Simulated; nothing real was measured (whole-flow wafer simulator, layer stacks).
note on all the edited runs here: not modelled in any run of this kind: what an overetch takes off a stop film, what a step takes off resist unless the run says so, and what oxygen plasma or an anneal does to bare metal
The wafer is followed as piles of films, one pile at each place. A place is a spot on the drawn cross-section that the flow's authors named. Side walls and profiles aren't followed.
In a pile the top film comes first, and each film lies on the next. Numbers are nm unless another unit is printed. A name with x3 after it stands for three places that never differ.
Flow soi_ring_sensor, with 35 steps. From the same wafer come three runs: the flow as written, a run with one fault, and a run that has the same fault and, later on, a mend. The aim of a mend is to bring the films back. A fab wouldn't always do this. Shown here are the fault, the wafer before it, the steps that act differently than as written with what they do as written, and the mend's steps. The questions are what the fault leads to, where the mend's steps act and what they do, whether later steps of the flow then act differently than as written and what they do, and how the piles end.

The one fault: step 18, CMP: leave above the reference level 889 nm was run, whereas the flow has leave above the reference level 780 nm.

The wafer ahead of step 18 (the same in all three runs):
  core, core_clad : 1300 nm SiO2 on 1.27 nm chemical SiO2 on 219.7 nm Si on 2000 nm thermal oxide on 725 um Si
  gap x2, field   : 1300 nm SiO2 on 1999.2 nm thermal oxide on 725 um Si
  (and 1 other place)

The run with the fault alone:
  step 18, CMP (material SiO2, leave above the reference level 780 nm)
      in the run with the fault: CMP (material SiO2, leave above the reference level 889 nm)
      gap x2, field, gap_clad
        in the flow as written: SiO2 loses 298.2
        in the run with the fault: SiO2 loses 189.2
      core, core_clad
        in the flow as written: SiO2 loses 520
        in the run with the fault: SiO2 loses 411
  Later steps of the flow acting differently than as written:
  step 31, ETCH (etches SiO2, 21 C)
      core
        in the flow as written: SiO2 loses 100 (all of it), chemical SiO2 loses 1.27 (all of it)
        in the run with the fault: SiO2 loses 209 (all of it), chemical SiO2 loses 1.27 (all of it)
  At field, core_clad, the piles at the end differ from the flow's by more than 2% or 0.5 nm, whichever is larger.
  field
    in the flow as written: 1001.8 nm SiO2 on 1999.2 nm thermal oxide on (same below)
    in the run with the fault: 1110.8 nm SiO2 on 1999.2 nm thermal oxide on (same below)
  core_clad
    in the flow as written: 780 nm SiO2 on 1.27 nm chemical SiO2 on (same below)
    in the run with the fault: 889 nm SiO2 on 1.27 nm chemical SiO2 on (same below)

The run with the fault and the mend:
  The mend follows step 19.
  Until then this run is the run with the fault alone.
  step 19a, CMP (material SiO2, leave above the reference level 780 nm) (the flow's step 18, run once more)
      core, gap x2, field, core_clad, gap_clad
        SiO2 loses 109
  Every later step of the flow that is run acts as written at every place that is followed.
  At every place that both follow, the piles at the end match the flow's.
